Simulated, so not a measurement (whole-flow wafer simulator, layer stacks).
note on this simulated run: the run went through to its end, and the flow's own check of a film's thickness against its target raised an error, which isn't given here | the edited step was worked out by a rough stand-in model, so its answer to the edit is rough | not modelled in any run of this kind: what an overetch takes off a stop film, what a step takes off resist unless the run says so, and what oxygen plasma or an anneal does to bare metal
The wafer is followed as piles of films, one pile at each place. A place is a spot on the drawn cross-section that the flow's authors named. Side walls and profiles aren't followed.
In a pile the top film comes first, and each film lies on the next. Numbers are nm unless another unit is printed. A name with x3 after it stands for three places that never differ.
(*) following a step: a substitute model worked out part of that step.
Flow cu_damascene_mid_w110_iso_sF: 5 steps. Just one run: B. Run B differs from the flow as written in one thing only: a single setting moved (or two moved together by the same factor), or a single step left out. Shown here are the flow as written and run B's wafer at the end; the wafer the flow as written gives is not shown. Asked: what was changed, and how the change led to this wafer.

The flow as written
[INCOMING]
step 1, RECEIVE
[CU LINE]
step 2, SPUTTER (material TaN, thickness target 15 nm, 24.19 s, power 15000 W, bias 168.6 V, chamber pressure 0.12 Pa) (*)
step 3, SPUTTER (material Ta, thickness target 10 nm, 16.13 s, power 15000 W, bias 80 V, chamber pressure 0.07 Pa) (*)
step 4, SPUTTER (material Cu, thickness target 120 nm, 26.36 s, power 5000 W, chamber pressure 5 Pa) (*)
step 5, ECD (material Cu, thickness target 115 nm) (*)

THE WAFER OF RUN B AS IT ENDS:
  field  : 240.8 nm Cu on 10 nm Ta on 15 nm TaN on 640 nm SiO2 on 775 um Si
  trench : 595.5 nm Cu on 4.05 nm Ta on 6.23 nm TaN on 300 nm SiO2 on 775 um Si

The reason: step 5, ECD: thickness target 120.8 nm was run, though the flow has thickness target 115 nm.

Step by step, how the change led to this:
  step 5, ECD (material Cu, thickness target 115 nm) (*)
      field: Cu gains 120.8 (as written it would have been: Cu gains 115)
